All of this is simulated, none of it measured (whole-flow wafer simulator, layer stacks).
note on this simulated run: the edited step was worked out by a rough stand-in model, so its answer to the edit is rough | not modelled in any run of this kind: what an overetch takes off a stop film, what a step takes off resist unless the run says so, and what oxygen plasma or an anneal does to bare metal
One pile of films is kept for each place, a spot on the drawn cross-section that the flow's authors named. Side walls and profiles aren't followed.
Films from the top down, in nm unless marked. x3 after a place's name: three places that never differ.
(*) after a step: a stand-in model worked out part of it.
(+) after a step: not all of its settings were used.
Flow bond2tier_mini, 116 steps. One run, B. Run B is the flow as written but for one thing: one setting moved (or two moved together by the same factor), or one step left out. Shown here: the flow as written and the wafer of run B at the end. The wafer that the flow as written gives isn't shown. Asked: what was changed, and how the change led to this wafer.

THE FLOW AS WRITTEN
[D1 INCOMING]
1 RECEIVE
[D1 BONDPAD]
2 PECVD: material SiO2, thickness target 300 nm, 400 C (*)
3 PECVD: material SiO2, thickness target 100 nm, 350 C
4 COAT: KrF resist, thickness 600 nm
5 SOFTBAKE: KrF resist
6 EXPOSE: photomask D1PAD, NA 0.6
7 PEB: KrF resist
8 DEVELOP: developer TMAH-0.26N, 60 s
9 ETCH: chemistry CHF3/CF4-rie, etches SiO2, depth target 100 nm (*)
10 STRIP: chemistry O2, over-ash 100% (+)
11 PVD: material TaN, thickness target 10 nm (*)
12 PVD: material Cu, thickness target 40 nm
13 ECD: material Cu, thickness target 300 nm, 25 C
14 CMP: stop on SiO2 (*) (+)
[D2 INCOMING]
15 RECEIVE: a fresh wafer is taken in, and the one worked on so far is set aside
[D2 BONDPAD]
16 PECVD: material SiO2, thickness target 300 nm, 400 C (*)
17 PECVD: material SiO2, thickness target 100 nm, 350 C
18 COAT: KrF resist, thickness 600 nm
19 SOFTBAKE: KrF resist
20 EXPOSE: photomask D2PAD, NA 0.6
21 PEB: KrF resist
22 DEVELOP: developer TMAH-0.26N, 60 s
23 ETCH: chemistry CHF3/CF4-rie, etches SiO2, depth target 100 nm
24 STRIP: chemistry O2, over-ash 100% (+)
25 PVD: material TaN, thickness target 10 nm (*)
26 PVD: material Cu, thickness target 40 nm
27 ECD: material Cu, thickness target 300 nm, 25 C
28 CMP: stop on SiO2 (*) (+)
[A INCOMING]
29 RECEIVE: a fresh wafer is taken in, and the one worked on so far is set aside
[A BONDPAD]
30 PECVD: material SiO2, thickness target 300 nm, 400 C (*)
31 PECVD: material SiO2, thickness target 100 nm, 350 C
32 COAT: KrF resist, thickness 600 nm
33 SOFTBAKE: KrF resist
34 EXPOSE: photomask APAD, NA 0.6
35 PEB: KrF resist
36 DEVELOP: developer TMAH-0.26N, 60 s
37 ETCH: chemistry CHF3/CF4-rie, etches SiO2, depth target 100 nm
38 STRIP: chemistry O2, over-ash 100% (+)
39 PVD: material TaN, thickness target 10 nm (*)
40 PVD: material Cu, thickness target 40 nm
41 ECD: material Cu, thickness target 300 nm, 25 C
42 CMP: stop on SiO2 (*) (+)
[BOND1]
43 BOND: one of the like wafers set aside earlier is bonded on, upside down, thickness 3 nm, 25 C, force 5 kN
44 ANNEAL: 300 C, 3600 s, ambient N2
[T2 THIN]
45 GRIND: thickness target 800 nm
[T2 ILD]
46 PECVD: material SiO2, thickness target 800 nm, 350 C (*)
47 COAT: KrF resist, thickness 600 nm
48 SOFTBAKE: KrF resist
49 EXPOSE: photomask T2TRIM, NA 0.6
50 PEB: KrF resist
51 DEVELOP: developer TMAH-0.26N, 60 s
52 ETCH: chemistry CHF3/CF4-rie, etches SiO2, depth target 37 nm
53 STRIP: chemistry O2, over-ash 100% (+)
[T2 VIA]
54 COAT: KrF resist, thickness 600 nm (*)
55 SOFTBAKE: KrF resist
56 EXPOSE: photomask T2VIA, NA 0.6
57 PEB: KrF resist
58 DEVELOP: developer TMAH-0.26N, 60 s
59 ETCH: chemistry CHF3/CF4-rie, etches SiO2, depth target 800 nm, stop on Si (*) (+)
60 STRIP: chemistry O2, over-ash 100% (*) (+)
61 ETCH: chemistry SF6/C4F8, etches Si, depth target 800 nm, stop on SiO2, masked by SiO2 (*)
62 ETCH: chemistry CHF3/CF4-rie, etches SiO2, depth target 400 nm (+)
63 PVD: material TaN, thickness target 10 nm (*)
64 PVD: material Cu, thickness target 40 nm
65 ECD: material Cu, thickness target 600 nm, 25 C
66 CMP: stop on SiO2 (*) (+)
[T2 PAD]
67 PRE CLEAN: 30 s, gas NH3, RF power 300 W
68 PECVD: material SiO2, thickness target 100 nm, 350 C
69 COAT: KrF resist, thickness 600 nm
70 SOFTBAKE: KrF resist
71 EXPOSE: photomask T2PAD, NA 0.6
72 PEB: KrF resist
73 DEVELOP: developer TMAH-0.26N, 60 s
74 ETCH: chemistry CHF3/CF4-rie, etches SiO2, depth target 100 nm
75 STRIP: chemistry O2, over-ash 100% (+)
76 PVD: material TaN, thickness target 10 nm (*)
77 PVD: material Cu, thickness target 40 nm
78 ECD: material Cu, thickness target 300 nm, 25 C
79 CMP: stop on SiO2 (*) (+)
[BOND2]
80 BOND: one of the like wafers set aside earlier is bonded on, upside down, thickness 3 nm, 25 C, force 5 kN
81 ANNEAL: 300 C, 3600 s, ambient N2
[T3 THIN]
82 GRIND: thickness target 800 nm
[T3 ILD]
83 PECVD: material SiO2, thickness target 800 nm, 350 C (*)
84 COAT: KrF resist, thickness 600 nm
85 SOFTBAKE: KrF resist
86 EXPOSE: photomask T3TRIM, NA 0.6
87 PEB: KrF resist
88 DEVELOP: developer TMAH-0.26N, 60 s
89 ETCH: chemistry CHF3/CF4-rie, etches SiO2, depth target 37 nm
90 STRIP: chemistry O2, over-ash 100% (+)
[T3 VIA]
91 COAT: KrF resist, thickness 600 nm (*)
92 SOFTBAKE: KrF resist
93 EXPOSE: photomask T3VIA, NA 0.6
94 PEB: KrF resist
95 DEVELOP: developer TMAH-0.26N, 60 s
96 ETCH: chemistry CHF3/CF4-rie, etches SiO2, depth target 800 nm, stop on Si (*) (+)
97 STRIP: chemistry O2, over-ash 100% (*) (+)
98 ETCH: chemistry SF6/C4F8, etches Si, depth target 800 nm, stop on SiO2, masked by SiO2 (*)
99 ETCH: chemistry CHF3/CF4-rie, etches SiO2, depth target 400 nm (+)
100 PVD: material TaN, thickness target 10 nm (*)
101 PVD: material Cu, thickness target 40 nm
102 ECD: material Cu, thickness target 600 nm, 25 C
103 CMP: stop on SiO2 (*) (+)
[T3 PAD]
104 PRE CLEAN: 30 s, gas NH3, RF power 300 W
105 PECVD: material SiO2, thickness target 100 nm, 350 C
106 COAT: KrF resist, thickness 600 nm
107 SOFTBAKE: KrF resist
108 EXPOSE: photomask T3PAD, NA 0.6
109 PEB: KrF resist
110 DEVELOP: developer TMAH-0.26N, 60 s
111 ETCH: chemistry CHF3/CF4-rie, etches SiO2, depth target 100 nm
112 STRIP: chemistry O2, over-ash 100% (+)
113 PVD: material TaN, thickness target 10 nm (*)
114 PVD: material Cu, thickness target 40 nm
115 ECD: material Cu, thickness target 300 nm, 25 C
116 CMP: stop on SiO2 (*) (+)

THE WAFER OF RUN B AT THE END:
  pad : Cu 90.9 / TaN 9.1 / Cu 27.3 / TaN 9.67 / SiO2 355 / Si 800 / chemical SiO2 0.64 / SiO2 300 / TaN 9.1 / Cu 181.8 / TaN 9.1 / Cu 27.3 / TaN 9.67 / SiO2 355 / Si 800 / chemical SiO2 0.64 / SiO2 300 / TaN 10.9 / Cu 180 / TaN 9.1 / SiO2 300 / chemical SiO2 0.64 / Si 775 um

The cause: step 11, PVD: thickness target 12 nm was run, where the flow has thickness target 10 nm.

How the change led to this, step by step:
  11 PVD: material TaN, thickness target 10 nm (*)
      field: TaN +12 (new film) (as written it would be: TaN +10 (new film))
      pad: TaN +10.9 (new film) (as written it would be: TaN +9.1 (new film))
      (and at 1 more place)
  14 CMP: stop on SiO2 (*) (+)
      field: Cu -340 (all of it), TaN -12 (all of it) (as written it would be: Cu -340 (all of it), TaN -10 (all of it))
  43 BOND: one of the like wafers set aside earlier is bonded on, upside down, thickness 3 nm, 25 C, force 5 kN
      pad: Si +775 um (new film), chemical SiO2 +0.64 (new film), SiO2 +300 (new film), TaN +10.9 (new film), Cu +89.1 (as written it would be: Si +775 um (new film), chemical SiO2 +0.64 (new film), SiO2 +300 (new film), TaN +9.1 (new film), Cu +90.9)
      via: Si +775 um (new film), chemical SiO2 +0.64 (new film), SiO2 +300 (new film), TaN +12 (new film), Cu +88 (as written it would be: Si +775 um (new film), chemical SiO2 +0.64 (new film), SiO2 +300 (new film), TaN +9.97 (new film), Cu +90)
